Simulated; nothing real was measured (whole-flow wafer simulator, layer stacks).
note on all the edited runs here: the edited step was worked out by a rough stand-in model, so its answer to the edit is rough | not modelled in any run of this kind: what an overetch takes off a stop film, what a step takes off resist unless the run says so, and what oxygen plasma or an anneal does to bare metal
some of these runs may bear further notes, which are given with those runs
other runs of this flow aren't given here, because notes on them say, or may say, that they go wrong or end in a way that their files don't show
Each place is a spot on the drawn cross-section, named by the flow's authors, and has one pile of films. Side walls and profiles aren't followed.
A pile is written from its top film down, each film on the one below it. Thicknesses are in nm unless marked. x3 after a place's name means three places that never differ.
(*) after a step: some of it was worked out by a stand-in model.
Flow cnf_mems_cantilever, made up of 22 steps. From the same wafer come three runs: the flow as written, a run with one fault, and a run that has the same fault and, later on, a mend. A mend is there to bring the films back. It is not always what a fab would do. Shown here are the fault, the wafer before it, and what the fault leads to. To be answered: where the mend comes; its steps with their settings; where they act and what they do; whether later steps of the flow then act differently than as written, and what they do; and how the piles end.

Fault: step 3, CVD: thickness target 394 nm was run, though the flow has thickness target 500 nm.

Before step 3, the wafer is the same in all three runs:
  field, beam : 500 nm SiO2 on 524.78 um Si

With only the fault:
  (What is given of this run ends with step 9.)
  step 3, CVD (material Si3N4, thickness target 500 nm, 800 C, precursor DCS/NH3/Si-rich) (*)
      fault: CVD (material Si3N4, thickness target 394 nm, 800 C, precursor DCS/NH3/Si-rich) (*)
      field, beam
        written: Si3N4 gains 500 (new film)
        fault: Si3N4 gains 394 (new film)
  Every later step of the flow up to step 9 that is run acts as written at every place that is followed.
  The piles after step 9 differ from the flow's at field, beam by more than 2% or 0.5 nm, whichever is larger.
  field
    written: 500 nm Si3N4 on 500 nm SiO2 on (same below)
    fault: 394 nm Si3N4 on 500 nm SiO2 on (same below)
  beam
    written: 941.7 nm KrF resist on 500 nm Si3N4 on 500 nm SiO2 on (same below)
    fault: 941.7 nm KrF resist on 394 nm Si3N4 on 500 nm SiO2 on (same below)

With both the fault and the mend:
  The mend follows step 3.
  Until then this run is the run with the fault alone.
  step 3a, ETCH (chemistry h3po4, depth target 453.1 nm)
      field, beam
        Si3N4 loses 394 (all of it)
  step 3b, CLEAN (chemistry SC1/SC2) (a further turn of the flow's step 1)
      does not change any film at any place that is followed
  step 3c, CVD (material Si3N4, thickness target 500 nm, 800 C, precursor DCS/NH3/Si-rich) (*) (a further turn of the flow's step 3)
      field, beam
        Si3N4 gains 500 (new film)
  Every later step of the flow that is run acts as written at every place that is followed.
  The piles end the same as the flow's at every place that both follow.
